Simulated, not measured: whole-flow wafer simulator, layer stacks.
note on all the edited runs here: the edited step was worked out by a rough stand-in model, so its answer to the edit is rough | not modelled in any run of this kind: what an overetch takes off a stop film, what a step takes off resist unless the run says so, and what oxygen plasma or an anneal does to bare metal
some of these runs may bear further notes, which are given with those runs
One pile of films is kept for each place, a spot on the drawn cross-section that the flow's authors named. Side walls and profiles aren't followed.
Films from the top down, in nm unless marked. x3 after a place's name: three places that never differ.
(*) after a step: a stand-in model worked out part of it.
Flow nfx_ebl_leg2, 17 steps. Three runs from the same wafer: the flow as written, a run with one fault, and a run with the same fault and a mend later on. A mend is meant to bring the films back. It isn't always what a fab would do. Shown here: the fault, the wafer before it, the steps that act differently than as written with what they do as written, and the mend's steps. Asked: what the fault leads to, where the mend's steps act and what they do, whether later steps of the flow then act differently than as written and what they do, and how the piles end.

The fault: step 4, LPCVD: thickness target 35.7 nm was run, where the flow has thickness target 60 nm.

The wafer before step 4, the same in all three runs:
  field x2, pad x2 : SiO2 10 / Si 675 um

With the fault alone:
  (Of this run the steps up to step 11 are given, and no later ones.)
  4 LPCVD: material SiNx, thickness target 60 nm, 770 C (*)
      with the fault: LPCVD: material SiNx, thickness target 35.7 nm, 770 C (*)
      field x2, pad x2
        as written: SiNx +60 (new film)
        with the fault: SiNx +35.7 (new film)
  No later step of the flow up to step 11 acts differently than as written at any place that is followed.
  After step 11 the piles differ from the flow's by more than 2% or 0.5 nm, whichever is larger, at field x2, pad x2.
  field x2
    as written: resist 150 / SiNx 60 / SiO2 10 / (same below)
    with the fault: resist 150 / SiNx 35.7 / SiO2 10 / (same below)
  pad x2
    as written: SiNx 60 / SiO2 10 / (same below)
    with the fault: SiNx 35.7 / SiO2 10 / (same below)

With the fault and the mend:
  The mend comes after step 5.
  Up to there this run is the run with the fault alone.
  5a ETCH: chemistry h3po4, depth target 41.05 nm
      field x2, pad x2
        SiNx -35.7 (all of it)
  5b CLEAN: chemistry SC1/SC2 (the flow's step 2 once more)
      changes no film at any place that is followed
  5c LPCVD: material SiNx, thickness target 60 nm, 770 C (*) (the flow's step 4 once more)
      field x2, pad x2
        SiNx +60 (new film)
  No later step of the flow acts differently than as written at any place that is followed.
  At the end the piles are the same as the flow's at every place that both follow.
